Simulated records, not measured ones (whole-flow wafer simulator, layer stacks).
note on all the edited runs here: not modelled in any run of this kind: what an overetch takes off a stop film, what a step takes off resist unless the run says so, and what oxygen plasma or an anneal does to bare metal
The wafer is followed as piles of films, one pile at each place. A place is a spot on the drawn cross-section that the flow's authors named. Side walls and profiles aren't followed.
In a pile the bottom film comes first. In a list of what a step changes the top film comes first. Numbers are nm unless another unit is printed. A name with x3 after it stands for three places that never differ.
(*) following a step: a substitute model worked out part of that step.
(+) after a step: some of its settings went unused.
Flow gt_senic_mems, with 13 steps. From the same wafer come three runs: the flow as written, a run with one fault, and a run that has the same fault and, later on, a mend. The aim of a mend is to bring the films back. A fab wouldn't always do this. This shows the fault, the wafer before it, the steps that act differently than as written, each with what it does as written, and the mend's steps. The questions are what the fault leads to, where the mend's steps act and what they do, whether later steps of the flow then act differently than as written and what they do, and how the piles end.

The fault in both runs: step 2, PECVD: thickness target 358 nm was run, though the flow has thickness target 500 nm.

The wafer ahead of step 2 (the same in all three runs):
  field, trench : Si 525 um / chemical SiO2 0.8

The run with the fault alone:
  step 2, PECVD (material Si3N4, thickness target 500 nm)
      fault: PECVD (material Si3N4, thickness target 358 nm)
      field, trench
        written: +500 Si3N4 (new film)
        fault: +358 Si3N4 (new film)
  Steps further on in the flow that do not act as written (not shown: 1 more step that differs only slightly, by at most 2% or 0.5 nm, whichever is larger):
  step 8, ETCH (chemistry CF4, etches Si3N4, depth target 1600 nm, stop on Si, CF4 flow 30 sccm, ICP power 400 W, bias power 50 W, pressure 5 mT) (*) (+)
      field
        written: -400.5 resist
        fault: -305.9 resist
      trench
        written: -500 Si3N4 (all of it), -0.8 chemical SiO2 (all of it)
        fault: -358 Si3N4 (all of it), -0.8 chemical SiO2 (all of it)
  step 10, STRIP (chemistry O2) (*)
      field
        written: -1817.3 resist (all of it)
        fault: -1912 resist (all of it)
  By the end, the piles at field depart from the flow's by more than 2% or 0.5 nm, whichever is larger.
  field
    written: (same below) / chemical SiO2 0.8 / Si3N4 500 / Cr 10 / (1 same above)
    fault: (same below) / chemical SiO2 0.8 / Si3N4 358 / Cr 10 / (1 same above)

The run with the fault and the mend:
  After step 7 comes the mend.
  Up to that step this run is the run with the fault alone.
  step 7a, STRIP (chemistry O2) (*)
      field
        -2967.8 resist (all of it)
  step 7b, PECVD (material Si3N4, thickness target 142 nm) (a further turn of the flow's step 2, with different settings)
      field, trench
        +142 Si3N4
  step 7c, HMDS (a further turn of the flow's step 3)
      does not change any film at any place that is followed
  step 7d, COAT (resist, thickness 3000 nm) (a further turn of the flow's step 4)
      field, trench
        +3000 resist (new film)
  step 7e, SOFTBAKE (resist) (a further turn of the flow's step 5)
      does not change any film at any place that is followed
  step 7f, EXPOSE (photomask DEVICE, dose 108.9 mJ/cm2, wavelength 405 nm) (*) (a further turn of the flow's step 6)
      does not change any film at any place that is followed
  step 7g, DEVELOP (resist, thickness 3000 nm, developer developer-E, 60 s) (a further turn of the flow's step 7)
      field
        -32.2 resist
      trench
        -3000 resist (all of it)
  Every later step of the flow that is run acts as written at every place that is followed.
  At every place that both follow, the piles at the end match the flow's.
